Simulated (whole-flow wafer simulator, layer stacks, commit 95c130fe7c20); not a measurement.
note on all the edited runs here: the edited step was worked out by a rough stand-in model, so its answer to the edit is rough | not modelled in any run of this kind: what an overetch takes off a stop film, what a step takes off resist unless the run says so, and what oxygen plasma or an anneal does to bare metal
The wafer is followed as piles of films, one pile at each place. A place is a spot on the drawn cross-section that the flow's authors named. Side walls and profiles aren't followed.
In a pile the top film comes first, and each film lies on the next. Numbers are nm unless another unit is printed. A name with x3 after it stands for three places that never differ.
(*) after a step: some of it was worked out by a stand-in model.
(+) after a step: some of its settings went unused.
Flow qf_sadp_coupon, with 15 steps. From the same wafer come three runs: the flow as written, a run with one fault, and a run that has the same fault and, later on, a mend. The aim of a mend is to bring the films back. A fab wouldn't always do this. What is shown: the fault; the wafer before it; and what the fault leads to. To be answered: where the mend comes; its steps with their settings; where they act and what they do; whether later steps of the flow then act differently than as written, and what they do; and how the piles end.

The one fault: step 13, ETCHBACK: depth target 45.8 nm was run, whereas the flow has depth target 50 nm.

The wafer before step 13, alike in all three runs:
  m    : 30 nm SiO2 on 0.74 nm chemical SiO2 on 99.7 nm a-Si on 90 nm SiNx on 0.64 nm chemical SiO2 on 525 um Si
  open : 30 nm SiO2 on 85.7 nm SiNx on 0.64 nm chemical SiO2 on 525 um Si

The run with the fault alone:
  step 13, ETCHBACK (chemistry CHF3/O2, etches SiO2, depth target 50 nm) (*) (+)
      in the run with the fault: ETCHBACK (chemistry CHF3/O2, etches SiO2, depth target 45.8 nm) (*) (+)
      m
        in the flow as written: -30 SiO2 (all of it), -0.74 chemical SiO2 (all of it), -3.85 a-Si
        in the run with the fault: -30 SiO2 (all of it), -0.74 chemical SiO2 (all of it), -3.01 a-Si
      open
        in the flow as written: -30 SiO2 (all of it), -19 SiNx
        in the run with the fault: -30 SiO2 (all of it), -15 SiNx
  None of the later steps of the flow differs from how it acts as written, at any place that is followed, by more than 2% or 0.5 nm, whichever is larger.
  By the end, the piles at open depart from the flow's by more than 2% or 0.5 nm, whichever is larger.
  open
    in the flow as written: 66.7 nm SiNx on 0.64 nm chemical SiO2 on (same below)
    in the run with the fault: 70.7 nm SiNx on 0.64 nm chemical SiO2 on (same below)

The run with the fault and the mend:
  The mend follows step 13.
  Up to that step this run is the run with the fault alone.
  step 13a, ETCHBACK (chemistry CHF3/O2, etches SiO2, depth target 4.2 nm) (*) (+) (a further turn of the flow's step 13, with different settings)
      m
        -0.84 a-Si
      open
        -4 SiNx
  None of the later steps of the flow acts differently than as written at any place that is followed.
  By the end, the piles equal the flow's at every place that both follow.
